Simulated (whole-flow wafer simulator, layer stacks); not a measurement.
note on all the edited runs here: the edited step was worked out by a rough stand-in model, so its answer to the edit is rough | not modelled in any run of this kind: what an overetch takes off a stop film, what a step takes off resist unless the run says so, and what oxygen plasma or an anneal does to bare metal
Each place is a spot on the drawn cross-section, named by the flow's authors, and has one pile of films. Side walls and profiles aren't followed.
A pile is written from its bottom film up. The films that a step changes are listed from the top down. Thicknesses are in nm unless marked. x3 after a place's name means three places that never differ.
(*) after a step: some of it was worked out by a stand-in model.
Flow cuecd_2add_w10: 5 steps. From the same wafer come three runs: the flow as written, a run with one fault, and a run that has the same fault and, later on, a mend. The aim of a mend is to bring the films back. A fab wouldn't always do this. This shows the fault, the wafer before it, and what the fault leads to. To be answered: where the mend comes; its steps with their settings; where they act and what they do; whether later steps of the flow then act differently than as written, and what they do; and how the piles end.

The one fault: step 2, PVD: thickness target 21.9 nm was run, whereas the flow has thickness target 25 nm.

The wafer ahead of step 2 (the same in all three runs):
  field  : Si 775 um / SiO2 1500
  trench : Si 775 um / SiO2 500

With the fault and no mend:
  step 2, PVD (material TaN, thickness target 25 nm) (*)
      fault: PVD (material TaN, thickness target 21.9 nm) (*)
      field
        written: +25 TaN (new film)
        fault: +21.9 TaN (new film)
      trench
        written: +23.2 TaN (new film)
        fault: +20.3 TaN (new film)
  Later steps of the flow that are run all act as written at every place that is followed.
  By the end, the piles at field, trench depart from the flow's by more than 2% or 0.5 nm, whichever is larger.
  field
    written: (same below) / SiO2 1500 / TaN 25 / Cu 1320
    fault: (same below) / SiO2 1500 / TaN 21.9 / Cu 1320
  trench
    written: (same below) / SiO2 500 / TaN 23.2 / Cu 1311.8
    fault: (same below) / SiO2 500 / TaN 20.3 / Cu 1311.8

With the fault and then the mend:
  The mend stands after step 2.
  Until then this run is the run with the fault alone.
  step 2a, PVD (material TaN, thickness target 3.1 nm) (*) (the flow's step 2, run once more with other settings)
      field
        +3.1 TaN
      trench
        +2.87 TaN
  Later steps of the flow that are run all act as written at every place that is followed.
  By the end, the piles equal the flow's at every place that both follow.
